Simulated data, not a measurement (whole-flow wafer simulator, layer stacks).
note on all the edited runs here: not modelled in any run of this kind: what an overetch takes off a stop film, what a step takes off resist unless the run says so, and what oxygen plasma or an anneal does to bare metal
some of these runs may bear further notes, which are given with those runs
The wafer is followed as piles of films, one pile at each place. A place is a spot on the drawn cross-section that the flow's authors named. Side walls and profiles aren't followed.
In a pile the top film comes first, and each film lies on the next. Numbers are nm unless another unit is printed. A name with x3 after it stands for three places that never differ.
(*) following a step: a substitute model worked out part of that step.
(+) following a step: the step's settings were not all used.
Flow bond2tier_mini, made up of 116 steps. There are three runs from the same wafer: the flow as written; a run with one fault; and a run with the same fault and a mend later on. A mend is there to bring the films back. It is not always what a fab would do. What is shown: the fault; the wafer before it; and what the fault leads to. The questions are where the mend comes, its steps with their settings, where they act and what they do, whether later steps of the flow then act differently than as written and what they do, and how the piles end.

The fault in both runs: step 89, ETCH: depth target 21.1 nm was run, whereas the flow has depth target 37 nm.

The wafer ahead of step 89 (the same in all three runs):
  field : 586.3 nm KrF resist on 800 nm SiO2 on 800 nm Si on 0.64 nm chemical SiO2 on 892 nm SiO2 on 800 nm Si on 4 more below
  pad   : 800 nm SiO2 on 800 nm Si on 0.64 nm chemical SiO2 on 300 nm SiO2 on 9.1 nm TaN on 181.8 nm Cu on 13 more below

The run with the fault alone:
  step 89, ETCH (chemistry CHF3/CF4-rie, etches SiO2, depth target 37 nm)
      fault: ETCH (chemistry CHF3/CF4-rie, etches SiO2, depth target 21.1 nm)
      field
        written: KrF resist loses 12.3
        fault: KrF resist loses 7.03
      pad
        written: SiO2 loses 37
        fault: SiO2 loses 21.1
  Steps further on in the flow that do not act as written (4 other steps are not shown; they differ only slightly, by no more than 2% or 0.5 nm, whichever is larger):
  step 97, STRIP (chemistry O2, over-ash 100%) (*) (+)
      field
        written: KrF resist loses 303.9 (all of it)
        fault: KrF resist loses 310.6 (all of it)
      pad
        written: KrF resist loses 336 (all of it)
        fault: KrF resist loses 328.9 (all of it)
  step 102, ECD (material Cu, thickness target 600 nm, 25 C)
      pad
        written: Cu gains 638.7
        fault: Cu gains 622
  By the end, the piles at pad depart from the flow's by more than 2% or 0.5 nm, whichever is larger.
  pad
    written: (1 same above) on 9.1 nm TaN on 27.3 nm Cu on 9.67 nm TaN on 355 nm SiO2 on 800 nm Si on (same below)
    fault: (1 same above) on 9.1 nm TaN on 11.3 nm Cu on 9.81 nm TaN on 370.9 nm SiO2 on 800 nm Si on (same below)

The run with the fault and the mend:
  The mend stands after step 90.
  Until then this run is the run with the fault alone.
  step 90a, COAT (KrF resist, thickness 600 nm) (*) (the flow's step 84 again)
      field
        KrF resist gains 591 (new film)
      pad
        KrF resist gains 609.3 (new film)
  step 90b, SOFTBAKE (KrF resist) (the flow's step 85 again)
      does not change any film at any place that is followed
  step 90c, EXPOSE (photomask T3TRIM, NA 0.6) (the flow's step 86 again)
      does not change any film at any place that is followed
  step 90d, PEB (KrF resist) (the flow's step 87 again)
      does not change any film at any place that is followed
  step 90e, DEVELOP (developer TMAH-0.26N, 60 s) (the flow's step 88 again)
      field
        KrF resist loses 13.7
      pad
        KrF resist loses 609.3 (all of it)
  step 90f, ETCH (chemistry CHF3/CF4-rie, etches SiO2, depth target 15.9 nm) (the flow's step 89 again, with other settings)
      field
        KrF resist loses 5.3
      pad
        SiO2 loses 15.9
  step 90g, STRIP (chemistry O2, over-ash 100%) (+) (the flow's step 90 again)
      field
        KrF resist loses 572 (all of it)
  Later steps of the flow that are run all act as written at every place that is followed.
  The piles end the same as the flow's at every place that both follow.
